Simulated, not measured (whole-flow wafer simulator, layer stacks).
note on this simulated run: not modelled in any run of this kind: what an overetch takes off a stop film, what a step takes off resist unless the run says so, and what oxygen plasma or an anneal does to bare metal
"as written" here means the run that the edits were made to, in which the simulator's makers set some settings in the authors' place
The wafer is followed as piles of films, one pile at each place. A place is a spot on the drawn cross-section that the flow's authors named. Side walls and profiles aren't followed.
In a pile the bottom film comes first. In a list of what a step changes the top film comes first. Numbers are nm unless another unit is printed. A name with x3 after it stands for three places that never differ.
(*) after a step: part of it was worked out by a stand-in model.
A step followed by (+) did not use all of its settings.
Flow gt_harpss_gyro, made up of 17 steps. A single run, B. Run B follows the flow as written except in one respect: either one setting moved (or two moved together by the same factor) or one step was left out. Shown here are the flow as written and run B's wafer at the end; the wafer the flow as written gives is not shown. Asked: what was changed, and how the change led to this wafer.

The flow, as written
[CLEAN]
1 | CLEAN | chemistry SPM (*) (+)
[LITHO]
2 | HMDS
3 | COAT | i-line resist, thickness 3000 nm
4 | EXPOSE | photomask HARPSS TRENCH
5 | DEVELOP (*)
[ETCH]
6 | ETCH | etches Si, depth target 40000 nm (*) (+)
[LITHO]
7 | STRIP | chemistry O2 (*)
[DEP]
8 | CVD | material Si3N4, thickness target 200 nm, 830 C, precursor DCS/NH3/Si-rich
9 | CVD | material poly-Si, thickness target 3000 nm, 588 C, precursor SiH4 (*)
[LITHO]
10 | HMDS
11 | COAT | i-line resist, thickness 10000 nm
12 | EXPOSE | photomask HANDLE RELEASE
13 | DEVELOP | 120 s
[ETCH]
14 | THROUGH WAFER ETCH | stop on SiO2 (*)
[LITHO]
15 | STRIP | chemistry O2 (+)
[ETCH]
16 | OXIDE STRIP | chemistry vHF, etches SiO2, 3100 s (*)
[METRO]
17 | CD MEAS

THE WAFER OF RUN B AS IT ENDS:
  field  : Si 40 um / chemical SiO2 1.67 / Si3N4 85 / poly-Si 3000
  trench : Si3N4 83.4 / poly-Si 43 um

The reason: step 8, CVD: thickness target 85 nm was run, while the flow as written has thickness target 200 nm.
The wafer itself shows it: field has Si3N4 85, and step 8 as written asks for 200 nm.

Step by step, how the change led to this:
  8 | CVD | material Si3N4, thickness target 200 nm, 830 C, precursor DCS/NH3/Si-rich
      field: Si3N4 gains 85 (new film) (it would be, as written: Si3N4 gains 200 (new film))
      trench: Si3N4 gains 83.4 (new film) (it would be, as written: Si3N4 gains 195.9 (new film))
  9 | CVD | material poly-Si, thickness target 3000 nm, 588 C, precursor SiH4 (*)
      trench: poly-Si gains 43 um (new film) (it would be, as written: poly-Si gains 43.01 um (new film))
